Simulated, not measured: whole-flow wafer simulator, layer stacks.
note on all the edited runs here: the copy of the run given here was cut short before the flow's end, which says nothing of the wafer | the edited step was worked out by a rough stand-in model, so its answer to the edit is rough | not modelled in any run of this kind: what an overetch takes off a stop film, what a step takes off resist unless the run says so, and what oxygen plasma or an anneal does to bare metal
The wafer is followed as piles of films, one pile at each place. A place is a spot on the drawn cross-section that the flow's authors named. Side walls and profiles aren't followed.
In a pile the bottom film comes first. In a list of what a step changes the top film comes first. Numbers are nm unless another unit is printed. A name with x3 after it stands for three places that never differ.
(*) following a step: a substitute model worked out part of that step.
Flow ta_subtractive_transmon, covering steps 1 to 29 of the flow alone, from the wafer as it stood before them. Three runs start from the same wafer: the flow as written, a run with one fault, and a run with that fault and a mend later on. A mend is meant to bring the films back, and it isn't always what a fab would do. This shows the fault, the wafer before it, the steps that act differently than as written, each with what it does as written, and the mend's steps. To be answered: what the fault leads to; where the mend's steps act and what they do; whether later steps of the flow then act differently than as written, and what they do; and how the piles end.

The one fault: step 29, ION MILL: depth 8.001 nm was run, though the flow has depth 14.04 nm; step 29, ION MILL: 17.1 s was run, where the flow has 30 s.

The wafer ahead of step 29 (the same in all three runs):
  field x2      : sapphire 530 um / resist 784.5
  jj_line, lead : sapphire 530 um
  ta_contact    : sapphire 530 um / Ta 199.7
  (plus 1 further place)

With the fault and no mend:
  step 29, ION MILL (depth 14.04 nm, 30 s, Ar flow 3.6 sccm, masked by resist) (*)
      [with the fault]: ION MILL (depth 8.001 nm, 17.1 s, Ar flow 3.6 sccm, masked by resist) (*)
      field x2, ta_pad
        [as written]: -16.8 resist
        [with the fault]: -9.57 resist
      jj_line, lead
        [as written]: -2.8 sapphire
        [with the fault]: -1.59 sapphire
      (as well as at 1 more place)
  None of the later steps of the flow acts differently than as written at any place that is followed.
  By the end, the piles at ta_contact depart from the flow's by more than 2% or 0.5 nm, whichever is larger.
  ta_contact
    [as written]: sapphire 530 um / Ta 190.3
    [with the fault]: sapphire 530 um / Ta 194.3

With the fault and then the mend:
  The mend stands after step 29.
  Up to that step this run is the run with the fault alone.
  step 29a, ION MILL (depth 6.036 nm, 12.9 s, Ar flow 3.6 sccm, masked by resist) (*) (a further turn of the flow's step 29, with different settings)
      field x2, ta_pad
        -7.22 resist
      jj_line, lead
        -1.2 sapphire
      ta_contact
        -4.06 Ta
  None of the later steps of the flow acts differently than as written at any place that is followed.
  The piles end the same as the flow's at every place that both follow.
